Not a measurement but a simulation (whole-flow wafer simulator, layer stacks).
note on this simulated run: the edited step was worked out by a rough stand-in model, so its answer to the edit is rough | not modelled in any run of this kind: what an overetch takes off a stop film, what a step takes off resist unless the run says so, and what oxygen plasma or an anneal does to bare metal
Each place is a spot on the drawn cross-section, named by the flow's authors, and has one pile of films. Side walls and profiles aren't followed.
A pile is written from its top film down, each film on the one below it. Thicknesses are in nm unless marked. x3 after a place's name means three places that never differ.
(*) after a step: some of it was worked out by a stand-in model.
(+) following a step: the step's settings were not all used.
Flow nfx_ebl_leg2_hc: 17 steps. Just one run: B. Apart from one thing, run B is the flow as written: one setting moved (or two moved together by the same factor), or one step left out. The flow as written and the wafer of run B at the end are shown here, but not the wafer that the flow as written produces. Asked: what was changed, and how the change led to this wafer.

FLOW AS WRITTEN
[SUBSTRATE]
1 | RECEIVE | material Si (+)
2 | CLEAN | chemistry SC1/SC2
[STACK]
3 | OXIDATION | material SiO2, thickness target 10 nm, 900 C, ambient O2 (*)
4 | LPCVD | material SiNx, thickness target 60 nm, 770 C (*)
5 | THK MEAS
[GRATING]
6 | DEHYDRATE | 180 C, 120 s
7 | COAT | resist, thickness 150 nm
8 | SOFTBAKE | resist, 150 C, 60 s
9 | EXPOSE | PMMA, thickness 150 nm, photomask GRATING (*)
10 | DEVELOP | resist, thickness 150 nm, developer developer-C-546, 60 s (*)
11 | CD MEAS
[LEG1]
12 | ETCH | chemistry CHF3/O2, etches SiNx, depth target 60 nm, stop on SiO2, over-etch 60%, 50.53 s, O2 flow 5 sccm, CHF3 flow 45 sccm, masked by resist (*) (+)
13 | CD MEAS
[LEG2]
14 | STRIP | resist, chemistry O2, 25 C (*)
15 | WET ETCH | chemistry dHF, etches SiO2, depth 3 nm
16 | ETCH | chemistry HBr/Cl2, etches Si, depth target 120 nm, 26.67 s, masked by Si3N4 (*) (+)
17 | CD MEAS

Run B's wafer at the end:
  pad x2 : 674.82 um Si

What caused this: step 16, ETCH: depth target 180 nm was run, though the flow has depth target 120 nm.

How this came from the change, step by step:
  16 | ETCH | chemistry HBr/Cl2, etches Si, depth target 120 nm, 26.67 s, masked by Si3N4 (*) (+)
      pad x2: -180 Si (as written it would have been: -120 Si)
